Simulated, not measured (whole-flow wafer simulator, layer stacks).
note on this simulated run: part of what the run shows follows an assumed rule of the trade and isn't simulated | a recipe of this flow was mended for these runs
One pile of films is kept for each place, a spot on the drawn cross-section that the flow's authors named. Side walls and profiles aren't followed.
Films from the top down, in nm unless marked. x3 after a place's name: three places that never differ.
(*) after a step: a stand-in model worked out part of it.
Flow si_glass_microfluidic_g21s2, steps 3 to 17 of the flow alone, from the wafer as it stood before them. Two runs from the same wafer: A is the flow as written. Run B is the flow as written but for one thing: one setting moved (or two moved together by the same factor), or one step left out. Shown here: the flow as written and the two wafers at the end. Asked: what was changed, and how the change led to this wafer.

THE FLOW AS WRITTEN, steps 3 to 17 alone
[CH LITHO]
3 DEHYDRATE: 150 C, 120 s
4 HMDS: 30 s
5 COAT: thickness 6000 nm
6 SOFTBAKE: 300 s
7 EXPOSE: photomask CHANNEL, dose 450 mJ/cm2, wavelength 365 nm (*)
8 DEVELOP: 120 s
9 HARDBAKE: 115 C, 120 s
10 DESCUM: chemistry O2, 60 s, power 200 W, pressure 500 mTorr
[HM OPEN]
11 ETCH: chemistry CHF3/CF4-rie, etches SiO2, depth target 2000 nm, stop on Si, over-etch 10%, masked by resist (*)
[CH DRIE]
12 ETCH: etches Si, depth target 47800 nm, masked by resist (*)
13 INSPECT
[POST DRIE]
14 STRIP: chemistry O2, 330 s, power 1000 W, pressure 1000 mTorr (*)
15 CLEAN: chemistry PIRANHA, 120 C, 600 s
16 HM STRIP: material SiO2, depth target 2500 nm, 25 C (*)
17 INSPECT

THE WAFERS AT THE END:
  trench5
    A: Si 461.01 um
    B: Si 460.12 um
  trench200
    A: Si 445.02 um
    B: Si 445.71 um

The cause: step 5, COAT: thickness 2400 nm was run, where the flow has thickness 6000 nm.

How the change led to this, step by step:
  5 COAT: thickness 6000 nm
      land, trench20, trench5, trench200: A thick-i-line-resist +6000 (new film) | B thick-i-line-resist +2400 (new film)
  8 DEVELOP: 120 s
      trench20, trench5, trench200: A thick-i-line-resist -6000 (all of it) | B thick-i-line-resist -2400 (all of it)
  9 HARDBAKE: 115 C, 120 s
      land: A thick-i-line-resist -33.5 | B thick-i-line-resist -9.27
  12 ETCH: etches Si, depth target 47800 nm, masked by resist (*)
      trench5: A Si -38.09 um | B Si -38.98 um
      trench200: A Si -54.08 um | B Si -53.39 um
  14 STRIP: chemistry O2, 330 s, power 1000 W, pressure 1000 mTorr (*)
      land: A thick-i-line-resist -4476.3 (all of it) | B thick-i-line-resist -909.4 (all of it)
